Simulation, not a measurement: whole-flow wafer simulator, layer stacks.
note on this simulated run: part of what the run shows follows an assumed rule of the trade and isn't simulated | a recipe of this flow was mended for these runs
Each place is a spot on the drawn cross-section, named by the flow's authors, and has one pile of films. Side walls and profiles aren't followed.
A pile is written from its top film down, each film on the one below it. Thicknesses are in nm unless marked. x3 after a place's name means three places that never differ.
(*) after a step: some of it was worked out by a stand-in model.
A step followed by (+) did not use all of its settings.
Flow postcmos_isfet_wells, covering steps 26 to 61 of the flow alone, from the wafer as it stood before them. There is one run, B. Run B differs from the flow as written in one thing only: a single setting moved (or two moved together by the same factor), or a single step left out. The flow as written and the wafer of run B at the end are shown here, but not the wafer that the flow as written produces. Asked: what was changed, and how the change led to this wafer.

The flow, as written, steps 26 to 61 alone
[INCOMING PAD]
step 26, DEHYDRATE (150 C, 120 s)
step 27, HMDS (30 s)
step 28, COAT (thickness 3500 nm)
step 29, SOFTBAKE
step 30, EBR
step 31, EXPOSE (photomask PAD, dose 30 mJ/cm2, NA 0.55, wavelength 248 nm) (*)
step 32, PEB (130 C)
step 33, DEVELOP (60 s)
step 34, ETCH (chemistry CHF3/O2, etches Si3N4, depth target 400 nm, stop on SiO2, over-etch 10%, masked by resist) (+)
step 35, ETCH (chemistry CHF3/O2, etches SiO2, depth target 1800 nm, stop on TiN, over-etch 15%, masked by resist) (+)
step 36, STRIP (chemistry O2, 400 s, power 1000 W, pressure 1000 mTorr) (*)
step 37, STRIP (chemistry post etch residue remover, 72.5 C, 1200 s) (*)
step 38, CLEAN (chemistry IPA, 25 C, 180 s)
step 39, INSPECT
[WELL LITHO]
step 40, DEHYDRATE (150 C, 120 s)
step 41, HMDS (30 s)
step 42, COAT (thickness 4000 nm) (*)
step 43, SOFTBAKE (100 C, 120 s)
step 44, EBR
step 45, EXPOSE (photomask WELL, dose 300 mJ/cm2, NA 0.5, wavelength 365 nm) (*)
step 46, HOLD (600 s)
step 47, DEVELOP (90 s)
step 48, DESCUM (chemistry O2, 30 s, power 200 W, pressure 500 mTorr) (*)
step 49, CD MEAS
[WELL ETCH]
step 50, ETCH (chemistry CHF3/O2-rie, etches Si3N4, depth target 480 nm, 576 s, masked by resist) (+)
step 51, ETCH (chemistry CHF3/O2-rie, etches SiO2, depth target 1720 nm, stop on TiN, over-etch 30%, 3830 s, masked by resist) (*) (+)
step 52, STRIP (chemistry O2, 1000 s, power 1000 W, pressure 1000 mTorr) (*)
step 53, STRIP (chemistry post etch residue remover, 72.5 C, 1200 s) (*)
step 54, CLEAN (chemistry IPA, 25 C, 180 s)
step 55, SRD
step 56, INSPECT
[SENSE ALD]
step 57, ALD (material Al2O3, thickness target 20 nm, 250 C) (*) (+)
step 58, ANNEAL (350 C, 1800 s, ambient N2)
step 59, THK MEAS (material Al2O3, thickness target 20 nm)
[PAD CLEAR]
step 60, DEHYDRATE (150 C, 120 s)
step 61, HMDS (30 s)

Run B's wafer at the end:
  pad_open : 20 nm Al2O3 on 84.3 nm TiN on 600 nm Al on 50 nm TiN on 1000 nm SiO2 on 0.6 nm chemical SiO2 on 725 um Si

Cause: step 34, ETCH: depth target 280 nm was run, though the flow has depth target 400 nm.

The path from the change to this, step by step:
  step 34, ETCH (chemistry CHF3/O2, etches Si3N4, depth target 400 nm, stop on SiO2, over-etch 10%, masked by resist) (+)
      pad_open: -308 Si3N4 (in the flow as written it would be: -400 Si3N4 (all of it), -20 SiO2)
      field, margin x2, well900 x4, pad_clr: -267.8 thick-KrF-resist (in the flow as written it would be: -382.6 thick-KrF-resist)
  step 35, ETCH (chemistry CHF3/O2, etches SiO2, depth target 1800 nm, stop on TiN, over-etch 15%, masked by resist) (+)
      pad_open: -92 Si3N4 (all of it), -1800 SiO2 (all of it), -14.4 TiN (in the flow as written it would be: -1780 SiO2 (all of it), -24.2 TiN)
  step 36, STRIP (chemistry O2, 400 s, power 1000 W, pressure 1000 mTorr) (*)
      field, margin x2, well900 x4, pad_clr: -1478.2 thick-KrF-resist (all of it) (in the flow as written it would be: -1382.5 thick-KrF-resist (all of it))
